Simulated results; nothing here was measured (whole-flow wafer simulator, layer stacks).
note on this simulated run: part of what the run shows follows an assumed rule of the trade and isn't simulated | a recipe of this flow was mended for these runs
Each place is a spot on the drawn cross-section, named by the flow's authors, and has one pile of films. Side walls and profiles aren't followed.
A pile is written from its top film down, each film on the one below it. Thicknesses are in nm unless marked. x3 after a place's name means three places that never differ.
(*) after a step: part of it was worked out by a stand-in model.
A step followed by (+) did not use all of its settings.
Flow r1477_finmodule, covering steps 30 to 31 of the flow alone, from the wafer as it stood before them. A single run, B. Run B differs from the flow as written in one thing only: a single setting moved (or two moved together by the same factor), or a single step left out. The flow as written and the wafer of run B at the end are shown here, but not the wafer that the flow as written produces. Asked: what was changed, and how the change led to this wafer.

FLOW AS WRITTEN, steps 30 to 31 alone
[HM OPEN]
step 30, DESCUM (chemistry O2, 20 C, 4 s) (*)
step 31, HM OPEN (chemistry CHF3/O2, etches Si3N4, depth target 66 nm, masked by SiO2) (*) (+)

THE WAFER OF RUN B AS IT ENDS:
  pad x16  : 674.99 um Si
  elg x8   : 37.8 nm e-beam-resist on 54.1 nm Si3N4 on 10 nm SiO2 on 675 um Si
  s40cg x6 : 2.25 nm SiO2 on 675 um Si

The reason: step 31, HM OPEN: depth target 75.5 nm was run, though the flow has depth target 66 nm.

Step by step, how the change led to this:
  step 31, HM OPEN (chemistry CHF3/O2, etches Si3N4, depth target 66 nm, masked by SiO2) (*) (+)
      pad x16: -54.1 Si3N4 (all of it), -10 SiO2 (all of it), -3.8 Si (it would be, as written: -54.1 Si3N4 (all of it), -5.95 SiO2)
      elg x8: -75.5 e-beam-resist (it would be, as written: -66 e-beam-resist)
      (as well as at 12 more places)
